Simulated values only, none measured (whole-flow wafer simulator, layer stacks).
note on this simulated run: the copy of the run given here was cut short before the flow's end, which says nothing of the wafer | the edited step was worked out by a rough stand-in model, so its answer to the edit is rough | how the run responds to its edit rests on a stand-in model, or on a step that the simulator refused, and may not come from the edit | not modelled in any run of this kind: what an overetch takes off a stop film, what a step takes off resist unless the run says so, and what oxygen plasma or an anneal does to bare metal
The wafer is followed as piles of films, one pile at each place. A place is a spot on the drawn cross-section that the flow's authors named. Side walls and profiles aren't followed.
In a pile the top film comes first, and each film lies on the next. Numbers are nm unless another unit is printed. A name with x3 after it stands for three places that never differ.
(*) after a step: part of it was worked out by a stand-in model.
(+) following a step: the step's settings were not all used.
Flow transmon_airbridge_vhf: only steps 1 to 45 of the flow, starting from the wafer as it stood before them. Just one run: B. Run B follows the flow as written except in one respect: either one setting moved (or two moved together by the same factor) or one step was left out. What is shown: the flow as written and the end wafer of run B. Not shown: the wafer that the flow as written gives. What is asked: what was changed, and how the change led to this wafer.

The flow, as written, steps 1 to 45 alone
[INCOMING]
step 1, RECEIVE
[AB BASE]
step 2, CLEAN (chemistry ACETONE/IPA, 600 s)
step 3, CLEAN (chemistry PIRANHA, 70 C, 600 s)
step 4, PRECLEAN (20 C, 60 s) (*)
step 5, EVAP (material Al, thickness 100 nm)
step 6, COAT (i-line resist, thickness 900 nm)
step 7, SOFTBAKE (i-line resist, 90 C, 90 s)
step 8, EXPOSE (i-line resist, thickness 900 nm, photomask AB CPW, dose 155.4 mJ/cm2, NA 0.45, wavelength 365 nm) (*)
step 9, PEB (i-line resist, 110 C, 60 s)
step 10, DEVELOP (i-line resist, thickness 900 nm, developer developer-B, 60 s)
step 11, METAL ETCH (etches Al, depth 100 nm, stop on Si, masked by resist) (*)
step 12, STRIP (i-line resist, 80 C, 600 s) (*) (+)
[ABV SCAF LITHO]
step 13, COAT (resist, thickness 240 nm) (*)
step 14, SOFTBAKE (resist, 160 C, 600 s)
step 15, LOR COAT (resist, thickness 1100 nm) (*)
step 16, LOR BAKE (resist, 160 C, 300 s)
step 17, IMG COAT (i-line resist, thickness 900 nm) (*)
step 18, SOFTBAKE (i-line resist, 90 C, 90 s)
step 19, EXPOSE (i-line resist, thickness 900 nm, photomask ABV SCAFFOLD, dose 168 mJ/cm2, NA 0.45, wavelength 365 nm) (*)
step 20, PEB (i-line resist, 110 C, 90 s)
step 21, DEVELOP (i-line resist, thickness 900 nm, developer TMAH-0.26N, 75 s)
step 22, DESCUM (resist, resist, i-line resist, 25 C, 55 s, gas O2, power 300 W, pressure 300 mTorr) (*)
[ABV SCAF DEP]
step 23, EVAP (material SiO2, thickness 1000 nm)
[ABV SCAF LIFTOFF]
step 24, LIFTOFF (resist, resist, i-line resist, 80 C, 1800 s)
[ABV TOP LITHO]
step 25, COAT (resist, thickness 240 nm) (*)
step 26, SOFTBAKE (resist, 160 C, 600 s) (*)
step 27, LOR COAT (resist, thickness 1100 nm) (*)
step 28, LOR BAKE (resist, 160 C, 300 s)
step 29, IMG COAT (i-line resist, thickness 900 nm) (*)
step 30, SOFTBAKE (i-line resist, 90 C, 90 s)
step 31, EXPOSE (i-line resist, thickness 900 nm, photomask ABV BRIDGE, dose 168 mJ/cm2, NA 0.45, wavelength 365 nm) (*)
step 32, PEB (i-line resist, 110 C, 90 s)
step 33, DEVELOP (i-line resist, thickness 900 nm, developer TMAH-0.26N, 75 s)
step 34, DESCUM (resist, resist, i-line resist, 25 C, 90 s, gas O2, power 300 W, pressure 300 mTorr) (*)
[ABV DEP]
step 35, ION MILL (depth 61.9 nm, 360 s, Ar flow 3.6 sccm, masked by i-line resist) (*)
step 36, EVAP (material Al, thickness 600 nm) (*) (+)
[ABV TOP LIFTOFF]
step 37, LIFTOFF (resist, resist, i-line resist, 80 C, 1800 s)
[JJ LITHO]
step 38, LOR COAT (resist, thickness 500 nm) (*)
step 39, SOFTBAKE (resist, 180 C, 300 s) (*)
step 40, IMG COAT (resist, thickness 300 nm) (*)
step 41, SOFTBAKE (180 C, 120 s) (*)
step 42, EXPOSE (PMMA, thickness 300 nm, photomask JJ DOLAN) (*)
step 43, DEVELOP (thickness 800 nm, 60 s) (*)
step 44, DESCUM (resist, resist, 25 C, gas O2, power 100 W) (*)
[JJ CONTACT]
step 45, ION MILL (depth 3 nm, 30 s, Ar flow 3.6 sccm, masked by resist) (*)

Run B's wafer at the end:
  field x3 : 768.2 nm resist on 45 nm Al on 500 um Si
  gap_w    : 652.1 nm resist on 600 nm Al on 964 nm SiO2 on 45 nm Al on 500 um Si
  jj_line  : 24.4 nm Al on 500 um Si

Cause: step 11, METAL ETCH: depth 55 nm was run, though the flow has depth 100 nm.

Step by step, how the change led to this:
  step 11, METAL ETCH (etches Al, depth 100 nm, stop on Si, masked by resist) (*)
      field x3, jj_line, gap_w, gap_e: Al loses 55 (it would be, as written: Al loses 100 (all of it))
      ground_far, pad_w, flank_w and 8 more: i-line resist loses 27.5 (it would be, as written: i-line resist loses 50)
  step 12, STRIP (i-line resist, 80 C, 600 s) (*) (+)
      ground_far, pad_w, flank_w and 8 more: i-line resist loses 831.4 (all of it) (it would be, as written: i-line resist loses 808.9 (all of it))
  step 13, COAT (resist, thickness 240 nm) (*)
      flank_w, flank_e: resist gains 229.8 (new film) (it would be, as written: resist gains 222.3 (new film))
  step 22, DESCUM (resist, resist, i-line resist, 25 C, 55 s, gas O2, power 300 W, pressure 300 mTorr) (*)
      flank_w, flank_e: resist loses 229.8 (all of it) (it would be, as written: resist loses 222.3 (all of it))
  step 25, COAT (resist, thickness 240 nm) (*)
      flank_w, flank_e: resist gains 157.8 (new film) (it would be, as written: resist gains 152.6 (new film))
      gap_w, gap_e: resist gains 205.9 (new film) (it would be, as written: resist gains 210.7 (new film))
  step 34, DESCUM (resist, resist, i-line resist, 25 C, 90 s, gas O2, power 300 W, pressure 300 mTorr) (*)
      flank_w, flank_e: resist loses 157.8 (all of it) (it would be, as written: resist loses 152.6 (all of it))
      gap_w, gap_e: resist loses 205.9 (all of it) (it would be, as written: resist loses 210.7 (all of it))
  step 40, IMG COAT (resist, thickness 300 nm) (*)
      flank_w, flank_e: resist gains 219.1 (it would be, as written: resist gains 212.1)
  step 45, ION MILL (depth 3 nm, 30 s, Ar flow 3.6 sccm, masked by resist) (*)
      jj_line: Al loses 20.6 (it would be, as written: Si loses 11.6)
If metal films that touch count as one body, field x3 has 1 body; the flow as written gives 0 bodies.
If metal films that touch count as one body, gap_w has 2 bodies (between them, from the top down: SiO2 964); the flow as written gives 1 body.
If metal films that touch count as one body, jj_line has 1 body; the flow as written gives 0 bodies.
